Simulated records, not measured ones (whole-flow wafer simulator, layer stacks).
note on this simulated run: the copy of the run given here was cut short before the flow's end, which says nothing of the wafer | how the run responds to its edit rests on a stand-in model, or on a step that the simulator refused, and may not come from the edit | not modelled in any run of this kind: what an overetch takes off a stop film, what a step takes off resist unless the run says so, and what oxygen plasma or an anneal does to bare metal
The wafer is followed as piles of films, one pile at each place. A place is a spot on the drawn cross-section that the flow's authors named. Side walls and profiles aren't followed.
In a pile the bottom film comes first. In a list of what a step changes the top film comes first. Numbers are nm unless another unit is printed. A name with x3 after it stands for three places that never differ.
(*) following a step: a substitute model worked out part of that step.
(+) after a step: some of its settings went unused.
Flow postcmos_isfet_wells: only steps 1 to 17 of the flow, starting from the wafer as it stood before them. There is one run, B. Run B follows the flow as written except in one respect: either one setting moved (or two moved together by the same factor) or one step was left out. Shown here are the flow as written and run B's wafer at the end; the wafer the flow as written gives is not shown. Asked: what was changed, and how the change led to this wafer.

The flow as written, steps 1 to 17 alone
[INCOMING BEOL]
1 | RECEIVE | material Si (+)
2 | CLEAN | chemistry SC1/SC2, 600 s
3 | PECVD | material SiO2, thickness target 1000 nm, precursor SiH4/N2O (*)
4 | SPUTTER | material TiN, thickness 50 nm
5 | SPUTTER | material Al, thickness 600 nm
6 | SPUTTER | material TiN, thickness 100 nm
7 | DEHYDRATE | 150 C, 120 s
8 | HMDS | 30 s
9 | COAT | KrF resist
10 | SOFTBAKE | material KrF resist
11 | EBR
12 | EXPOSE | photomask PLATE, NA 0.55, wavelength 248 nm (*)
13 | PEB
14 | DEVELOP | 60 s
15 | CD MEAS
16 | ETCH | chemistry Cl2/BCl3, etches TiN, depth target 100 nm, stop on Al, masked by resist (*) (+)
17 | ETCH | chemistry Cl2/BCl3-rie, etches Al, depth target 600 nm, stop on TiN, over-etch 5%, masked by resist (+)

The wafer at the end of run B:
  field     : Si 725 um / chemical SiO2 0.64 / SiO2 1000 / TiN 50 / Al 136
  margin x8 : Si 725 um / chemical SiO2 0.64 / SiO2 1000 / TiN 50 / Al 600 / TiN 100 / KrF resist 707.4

Cause: step 17, ETCH: depth target 464 nm was run, though the flow has depth target 600 nm.

The path from the change to this, step by step:
  17 | ETCH | chemistry Cl2/BCl3-rie, etches Al, depth target 600 nm, stop on TiN, over-etch 5%, masked by resist (+)
      field: -464 Al (as written it would have been: -600 Al (all of it))
      margin x8: -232 KrF resist (as written it would have been: -300 KrF resist)
